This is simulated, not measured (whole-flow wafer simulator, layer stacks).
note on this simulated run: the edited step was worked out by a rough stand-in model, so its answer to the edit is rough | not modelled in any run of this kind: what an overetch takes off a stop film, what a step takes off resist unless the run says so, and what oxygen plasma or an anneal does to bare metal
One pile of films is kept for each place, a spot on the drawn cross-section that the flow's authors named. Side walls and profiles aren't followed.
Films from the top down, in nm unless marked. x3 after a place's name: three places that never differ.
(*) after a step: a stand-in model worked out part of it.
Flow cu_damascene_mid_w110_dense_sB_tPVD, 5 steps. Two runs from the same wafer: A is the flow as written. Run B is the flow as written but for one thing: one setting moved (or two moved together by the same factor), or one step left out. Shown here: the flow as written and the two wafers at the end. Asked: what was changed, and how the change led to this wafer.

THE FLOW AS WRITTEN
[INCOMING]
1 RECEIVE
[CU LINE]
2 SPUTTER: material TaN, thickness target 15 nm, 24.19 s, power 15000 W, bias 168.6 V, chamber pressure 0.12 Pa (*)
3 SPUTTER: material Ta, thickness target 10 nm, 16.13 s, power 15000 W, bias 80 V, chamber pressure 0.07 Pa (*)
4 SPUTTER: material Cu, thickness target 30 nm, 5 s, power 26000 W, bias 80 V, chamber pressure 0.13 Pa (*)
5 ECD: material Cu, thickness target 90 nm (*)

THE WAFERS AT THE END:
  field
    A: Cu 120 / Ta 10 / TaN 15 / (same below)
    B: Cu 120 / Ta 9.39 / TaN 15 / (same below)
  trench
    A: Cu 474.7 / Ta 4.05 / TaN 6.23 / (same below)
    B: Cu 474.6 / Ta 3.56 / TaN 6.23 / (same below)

The cause: step 3, SPUTTER: bias 99.2 V was run, where the flow has bias 80 V.

How the change led to this, step by step:
  3 SPUTTER: material Ta, thickness target 10 nm, 16.13 s, power 15000 W, bias 80 V, chamber pressure 0.07 Pa (*)
      field: A Ta +10 (new film) | B Ta +9.39 (new film)
